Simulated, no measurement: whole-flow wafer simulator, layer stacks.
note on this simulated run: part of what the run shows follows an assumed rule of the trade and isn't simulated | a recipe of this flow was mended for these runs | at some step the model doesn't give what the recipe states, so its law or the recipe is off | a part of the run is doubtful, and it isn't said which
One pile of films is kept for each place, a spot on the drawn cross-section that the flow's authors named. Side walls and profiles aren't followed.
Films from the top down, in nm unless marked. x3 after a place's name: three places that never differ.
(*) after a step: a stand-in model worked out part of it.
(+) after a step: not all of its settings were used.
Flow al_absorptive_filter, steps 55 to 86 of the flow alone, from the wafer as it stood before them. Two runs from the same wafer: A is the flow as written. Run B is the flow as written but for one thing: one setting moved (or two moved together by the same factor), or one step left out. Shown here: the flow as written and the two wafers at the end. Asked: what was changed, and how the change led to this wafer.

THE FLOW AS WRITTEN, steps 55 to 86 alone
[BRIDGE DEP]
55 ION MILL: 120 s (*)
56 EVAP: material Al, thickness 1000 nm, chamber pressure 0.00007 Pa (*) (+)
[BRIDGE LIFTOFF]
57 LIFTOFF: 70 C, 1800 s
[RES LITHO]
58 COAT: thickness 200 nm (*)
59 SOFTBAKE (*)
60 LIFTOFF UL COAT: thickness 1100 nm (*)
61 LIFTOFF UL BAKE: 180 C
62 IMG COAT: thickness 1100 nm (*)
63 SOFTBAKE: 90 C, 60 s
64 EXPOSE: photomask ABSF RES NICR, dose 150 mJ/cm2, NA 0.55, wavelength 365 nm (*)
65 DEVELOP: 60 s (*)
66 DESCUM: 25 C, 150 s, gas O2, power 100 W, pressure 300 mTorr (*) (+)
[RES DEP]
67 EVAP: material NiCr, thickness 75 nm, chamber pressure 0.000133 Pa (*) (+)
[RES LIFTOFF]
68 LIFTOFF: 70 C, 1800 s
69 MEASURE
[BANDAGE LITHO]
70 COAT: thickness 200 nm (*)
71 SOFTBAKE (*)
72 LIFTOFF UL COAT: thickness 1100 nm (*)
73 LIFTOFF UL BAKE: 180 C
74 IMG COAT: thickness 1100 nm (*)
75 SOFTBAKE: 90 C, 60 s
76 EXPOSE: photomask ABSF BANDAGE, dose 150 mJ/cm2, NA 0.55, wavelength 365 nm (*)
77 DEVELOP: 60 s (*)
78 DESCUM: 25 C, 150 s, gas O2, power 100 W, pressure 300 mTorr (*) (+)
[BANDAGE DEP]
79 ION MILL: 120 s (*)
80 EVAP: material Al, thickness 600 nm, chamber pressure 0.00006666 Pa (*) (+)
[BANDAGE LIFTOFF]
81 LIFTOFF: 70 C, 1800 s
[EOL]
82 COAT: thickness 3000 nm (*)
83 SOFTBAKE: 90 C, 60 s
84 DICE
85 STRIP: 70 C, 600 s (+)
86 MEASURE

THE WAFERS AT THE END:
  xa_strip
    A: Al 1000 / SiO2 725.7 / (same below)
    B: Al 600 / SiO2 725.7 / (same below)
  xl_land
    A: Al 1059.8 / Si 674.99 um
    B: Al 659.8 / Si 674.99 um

The cause: step 56, EVAP: thickness 600 nm was run, where the flow has thickness 1000 nm.
It can be read off the wafer: xa_strip has Al 600, and step 56 as written asks for 1000 nm.

How the change led to this, step by step:
  56 EVAP: material Al, thickness 1000 nm, chamber pressure 0.00007 Pa (*) (+)
      gnd, pad_far, pad_near and 10 more: A Al +1000 (new film) | B Al +600 (new film)
      xl_land: A Al +1000 | B Al +600
  57 LIFTOFF: 70 C, 1800 s
      gnd, xa_field, idc_field: A Al -1000 (all of it), i-line-resist -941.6 (all of it), lift-off-underlayer -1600 (all of it), acrylic-e-beam-resist -200 (all of it) | B Al -600 (all of it), i-line-resist -941.6 (all of it), lift-off-underlayer -1600 (all of it), acrylic-e-beam-resist -200 (all of it)
      pad_far: A Al -1000 (all of it), i-line-resist -940.5 (all of it), lift-off-underlayer -1591.1 (all of it), acrylic-e-beam-resist -198.5 (all of it) | B Al -600 (all of it), i-line-resist -940.5 (all of it), lift-off-underlayer -1591.1 (all of it), acrylic-e-beam-resist -198.5 (all of it)
      (and at 6 more places)
  58 COAT: thickness 200 nm (*)
      xa_margin: A acrylic-e-beam-resist +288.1 (new film) | B acrylic-e-beam-resist +212.5 (new film)
      xa_strip: A acrylic-e-beam-resist +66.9 (new film) | B acrylic-e-beam-resist +88.2 (new film)
      (and at 2 more places)
  60 LIFTOFF UL COAT: thickness 1100 nm (*)
      xa_margin: A lift-off-underlayer +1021 (new film) | B lift-off-underlayer +900.3 (new film)
      xa_strip: A lift-off-underlayer +459.8 (new film) | B lift-off-underlayer +572.7 (new film)
      (and at 1 more place)
  62 IMG COAT: thickness 1100 nm (*)
      xa_margin: A i-line-resist +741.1 (new film) | B i-line-resist +845.4 (new film)
      xa_strip: A i-line-resist +577.9 (new film) | B i-line-resist +732.2 (new film)
  63 SOFTBAKE: 90 C, 60 s
      xa_margin: A i-line-resist -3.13 | B i-line-resist -2.2
  68 LIFTOFF: 70 C, 1800 s
      xa_margin: A NiCr -75 (all of it), i-line-resist -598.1 (all of it), lift-off-underlayer -1021 (all of it), acrylic-e-beam-resist -288.1 (all of it) | B NiCr -75 (all of it), i-line-resist -703.3 (all of it), lift-off-underlayer -900.3 (all of it), acrylic-e-beam-resist -212.5 (all of it)
      xa_strip: A NiCr -75 (all of it), i-line-resist -433.3 (all of it), lift-off-underlayer -459.8 (all of it), acrylic-e-beam-resist -66.9 (all of it) | B NiCr -75 (all of it), i-line-resist -587.9 (all of it), lift-off-underlayer -572.7 (all of it), acrylic-e-beam-resist -88.2 (all of it)
      (and at 2 more places)
  70 COAT: thickness 200 nm (*)
      xa_margin: A acrylic-e-beam-resist +288.1 (new film) | B acrylic-e-beam-resist +212.5 (new film)
      xa_strip: A acrylic-e-beam-resist +66.9 (new film) | B acrylic-e-beam-resist +88.2 (new film)
      (and at 1 more place)
  72 LIFTOFF UL COAT: thickness 1100 nm (*)
      xa_margin: A lift-off-underlayer +1021 (new film) | B lift-off-underlayer +900.3 (new film)
      xa_strip: A lift-off-underlayer +459.8 (new film) | B lift-off-underlayer +572.7 (new film)
  74 IMG COAT: thickness 1100 nm (*)
      xa_margin: A i-line-resist +741.1 (new film) | B i-line-resist +845.4 (new film)
      xa_strip: A i-line-resist +577.9 (new film) | B i-line-resist +732.2 (new film)
  75 SOFTBAKE: 90 C, 60 s
      xa_margin: A i-line-resist -3.13 | B i-line-resist -2.2
  81 LIFTOFF: 70 C, 1800 s
      xa_margin: A Al -600 (all of it), i-line-resist -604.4 (all of it), lift-off-underlayer -1021 (all of it), acrylic-e-beam-resist -288.1 (all of it) | B Al -600 (all of it), i-line-resist -709.6 (all of it), lift-off-underlayer -900.3 (all of it), acrylic-e-beam-resist -212.5 (all of it)
      xa_strip: A Al -600 (all of it), i-line-resist -439.6 (all of it), lift-off-underlayer -459.8 (all of it), acrylic-e-beam-resist -66.9 (all of it) | B Al -600 (all of it), i-line-resist -594.2 (all of it), lift-off-underlayer -572.7 (all of it), acrylic-e-beam-resist -88.2 (all of it)
      (and at 1 more place)
  82 COAT: thickness 3000 nm (*)
      xa_margin: A i-line-resist +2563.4 (new film) | B i-line-resist +2487.1 (new film)
      xa_strip: A i-line-resist +1594.3 (new film) | B i-line-resist +1908.3 (new film)
  83 SOFTBAKE: 90 C, 60 s
      xa_margin: A i-line-resist -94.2 | B i-line-resist -70.1
      xa_strip: A i-line-resist -117.3 | B i-line-resist -87
      (and at 1 more place)
  85 STRIP: 70 C, 600 s (+)
      xa_margin: A i-line-resist -2469.3 (all of it) | B i-line-resist -2417 (all of it)
      xa_strip: A i-line-resist -1477 (all of it) | B i-line-resist -1821.3 (all of it)
